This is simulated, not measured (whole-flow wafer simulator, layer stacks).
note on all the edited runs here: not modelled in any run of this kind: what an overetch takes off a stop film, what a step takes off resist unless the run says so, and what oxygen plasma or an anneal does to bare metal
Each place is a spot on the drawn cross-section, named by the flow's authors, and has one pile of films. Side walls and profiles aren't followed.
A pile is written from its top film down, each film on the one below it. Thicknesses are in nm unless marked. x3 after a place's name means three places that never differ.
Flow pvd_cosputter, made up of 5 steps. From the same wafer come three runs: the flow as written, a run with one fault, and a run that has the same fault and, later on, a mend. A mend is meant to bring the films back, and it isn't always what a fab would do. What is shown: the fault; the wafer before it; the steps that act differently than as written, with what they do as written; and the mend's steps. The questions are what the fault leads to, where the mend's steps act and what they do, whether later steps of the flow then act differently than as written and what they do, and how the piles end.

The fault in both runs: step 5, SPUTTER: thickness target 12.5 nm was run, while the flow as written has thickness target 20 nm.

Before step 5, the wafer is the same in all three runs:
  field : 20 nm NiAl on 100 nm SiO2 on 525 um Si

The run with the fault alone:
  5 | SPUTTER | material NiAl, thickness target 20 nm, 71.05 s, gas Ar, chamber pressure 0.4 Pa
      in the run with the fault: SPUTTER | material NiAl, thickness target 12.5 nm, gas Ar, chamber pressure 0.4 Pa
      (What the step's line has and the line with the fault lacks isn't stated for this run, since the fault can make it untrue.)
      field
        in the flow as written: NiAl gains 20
        in the run with the fault: NiAl gains 12.5
  None of the later steps of the flow acts differently than as written at any place that is followed.
  At field, the piles at the end differ from the flow's by more than 2% or 0.5 nm, whichever is larger.
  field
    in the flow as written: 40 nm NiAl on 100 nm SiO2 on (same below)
    in the run with the fault: 32.5 nm NiAl on 100 nm SiO2 on (same below)

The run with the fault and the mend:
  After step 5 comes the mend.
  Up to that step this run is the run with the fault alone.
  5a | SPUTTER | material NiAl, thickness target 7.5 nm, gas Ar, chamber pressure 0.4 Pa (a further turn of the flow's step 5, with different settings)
      field
        NiAl gains 7.5
  None of the later steps of the flow acts differently than as written at any place that is followed.
  The piles end the same as the flow's at every place that both follow.
